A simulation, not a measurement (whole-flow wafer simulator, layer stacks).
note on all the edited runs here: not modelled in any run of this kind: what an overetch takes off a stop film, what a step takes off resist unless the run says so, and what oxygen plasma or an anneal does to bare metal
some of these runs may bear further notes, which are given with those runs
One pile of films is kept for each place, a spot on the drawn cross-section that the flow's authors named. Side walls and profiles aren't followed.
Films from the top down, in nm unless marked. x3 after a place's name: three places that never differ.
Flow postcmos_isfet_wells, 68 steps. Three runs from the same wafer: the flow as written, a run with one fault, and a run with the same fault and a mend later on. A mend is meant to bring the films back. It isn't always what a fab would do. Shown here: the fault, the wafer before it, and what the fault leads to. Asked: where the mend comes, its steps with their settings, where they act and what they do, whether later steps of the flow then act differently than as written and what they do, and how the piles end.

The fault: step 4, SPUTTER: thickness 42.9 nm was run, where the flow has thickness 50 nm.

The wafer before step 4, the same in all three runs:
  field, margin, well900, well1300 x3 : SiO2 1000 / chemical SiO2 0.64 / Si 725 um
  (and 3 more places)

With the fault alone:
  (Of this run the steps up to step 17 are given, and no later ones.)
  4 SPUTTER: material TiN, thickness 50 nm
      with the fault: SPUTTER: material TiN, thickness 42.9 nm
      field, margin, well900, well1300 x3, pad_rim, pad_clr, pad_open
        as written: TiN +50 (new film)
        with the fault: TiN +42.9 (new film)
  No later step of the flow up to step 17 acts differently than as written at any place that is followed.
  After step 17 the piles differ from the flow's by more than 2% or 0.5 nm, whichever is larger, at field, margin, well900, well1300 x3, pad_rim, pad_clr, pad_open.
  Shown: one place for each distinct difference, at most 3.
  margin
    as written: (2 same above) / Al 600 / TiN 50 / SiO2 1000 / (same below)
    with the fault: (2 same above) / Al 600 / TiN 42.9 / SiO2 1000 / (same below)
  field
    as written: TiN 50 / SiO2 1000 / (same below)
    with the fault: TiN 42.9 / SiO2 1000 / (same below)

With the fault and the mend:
  The mend comes after step 4.
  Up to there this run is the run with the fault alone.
  4a ETCH: chemistry peroxide tin strip, depth target 49.33 nm
      field, margin, well900, well1300 x3, pad_rim, pad_clr, pad_open
        TiN -42.9 (all of it)
  4b SPUTTER: material TiN, thickness 50 nm (the flow's step 4 once more)
      field, margin, well900, well1300 x3, pad_rim, pad_clr, pad_open
        TiN +50 (new film)
  No later step of the flow acts differently than as written at any place that is followed.
  At the end the piles are the same as the flow's at every place that both follow.
